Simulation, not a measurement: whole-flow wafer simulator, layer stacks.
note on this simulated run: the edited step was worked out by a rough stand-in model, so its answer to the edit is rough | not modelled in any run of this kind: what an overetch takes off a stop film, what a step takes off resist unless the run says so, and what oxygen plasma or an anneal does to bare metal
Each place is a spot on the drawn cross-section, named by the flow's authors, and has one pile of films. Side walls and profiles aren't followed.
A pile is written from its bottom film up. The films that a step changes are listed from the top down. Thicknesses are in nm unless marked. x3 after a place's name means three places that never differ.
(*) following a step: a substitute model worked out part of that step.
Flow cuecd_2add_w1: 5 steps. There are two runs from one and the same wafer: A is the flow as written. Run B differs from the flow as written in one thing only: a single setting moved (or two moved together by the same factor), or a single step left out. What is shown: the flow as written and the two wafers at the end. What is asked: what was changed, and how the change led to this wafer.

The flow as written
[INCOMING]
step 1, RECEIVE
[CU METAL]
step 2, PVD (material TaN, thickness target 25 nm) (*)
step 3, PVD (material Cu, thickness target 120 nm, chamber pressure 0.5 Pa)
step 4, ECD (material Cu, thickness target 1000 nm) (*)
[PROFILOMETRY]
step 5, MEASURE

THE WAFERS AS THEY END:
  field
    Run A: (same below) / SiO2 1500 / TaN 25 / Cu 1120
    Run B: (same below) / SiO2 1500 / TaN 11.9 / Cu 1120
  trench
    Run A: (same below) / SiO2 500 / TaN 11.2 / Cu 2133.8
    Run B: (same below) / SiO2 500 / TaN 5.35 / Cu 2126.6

The reason: step 2, PVD: thickness target 11.9 nm was run, though the flow has thickness target 25 nm.
One can read it off the wafer: field has TaN 11.9, and step 2 as written asks for 25 nm.

Step by step, how the change led to this:
  step 2, PVD (material TaN, thickness target 25 nm) (*)
      field: A TaN gains 25 (new film) | B TaN gains 11.9 (new film)
      trench: A TaN gains 11.2 (new film) | B TaN gains 5.35 (new film)
